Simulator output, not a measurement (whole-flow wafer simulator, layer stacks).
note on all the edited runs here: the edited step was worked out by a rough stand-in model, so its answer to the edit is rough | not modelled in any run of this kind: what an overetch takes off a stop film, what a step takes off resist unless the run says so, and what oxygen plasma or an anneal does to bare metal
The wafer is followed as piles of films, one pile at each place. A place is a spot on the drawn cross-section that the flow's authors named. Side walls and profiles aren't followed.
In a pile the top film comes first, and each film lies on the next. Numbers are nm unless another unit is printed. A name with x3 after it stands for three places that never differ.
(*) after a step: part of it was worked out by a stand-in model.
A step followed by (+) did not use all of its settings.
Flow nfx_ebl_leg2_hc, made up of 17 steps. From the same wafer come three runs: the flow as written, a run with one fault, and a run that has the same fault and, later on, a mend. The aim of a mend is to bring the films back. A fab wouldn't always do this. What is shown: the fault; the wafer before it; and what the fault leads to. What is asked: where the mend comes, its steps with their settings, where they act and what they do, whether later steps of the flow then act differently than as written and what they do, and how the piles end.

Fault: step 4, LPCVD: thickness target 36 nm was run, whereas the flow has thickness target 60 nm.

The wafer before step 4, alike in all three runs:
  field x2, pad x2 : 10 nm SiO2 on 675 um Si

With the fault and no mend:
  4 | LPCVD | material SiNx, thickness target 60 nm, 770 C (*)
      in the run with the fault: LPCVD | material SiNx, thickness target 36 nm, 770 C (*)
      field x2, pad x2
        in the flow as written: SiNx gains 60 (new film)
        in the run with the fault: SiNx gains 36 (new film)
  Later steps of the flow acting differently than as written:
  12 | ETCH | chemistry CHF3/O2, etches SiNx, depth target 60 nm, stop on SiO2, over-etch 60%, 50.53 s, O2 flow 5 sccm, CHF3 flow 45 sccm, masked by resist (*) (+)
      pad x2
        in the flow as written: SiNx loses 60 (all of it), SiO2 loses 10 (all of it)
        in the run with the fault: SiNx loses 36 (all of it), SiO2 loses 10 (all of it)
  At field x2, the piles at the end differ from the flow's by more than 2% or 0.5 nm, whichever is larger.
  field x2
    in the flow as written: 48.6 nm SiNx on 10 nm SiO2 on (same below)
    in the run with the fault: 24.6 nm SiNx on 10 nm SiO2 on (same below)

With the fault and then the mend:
  The mend stands after step 5.
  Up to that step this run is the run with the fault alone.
  5a | LPCVD | material SiNx, thickness target 24 nm, 770 C (*) (the flow's step 4, run once more with other settings)
      field x2, pad x2
        SiNx gains 24
  Every later step of the flow that is run acts as written at every place that is followed.
  By the end, the piles equal the flow's at every place that both follow.
